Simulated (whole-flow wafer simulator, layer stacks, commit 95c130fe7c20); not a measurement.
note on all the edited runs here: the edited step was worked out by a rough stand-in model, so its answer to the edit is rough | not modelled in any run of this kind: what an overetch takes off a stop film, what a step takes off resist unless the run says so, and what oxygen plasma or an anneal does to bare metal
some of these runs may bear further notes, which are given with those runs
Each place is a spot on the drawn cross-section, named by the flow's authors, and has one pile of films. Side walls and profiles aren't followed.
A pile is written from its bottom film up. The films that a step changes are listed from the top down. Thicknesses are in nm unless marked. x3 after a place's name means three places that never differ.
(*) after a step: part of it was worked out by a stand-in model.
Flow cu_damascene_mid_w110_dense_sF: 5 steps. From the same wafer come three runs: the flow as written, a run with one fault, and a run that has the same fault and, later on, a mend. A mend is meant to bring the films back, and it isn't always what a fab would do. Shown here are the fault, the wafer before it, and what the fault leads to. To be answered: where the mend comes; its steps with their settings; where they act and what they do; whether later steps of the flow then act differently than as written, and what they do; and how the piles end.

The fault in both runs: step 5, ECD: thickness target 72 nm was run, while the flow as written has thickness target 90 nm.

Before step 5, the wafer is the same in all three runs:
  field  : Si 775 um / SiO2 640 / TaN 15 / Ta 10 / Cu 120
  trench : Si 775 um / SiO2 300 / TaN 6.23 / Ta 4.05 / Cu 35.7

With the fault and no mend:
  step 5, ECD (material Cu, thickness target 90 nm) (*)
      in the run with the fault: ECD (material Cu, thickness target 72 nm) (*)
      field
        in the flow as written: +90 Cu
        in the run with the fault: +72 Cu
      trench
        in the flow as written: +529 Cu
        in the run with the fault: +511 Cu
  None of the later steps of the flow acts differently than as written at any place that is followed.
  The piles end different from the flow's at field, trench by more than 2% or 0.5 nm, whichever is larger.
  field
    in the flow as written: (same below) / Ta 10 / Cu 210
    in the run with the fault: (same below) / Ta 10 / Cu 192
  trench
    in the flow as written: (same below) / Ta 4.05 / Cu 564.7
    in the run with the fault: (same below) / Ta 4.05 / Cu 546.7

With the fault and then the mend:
  The mend stands after step 5.
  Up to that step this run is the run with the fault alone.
  step 5a, ECD (material Cu, thickness target 18 nm) (the flow's step 5 again, with other settings)
      field, trench
        +18 Cu
  None of the later steps of the flow acts differently than as written at any place that is followed.
  By the end, the piles equal the flow's at every place that both follow.
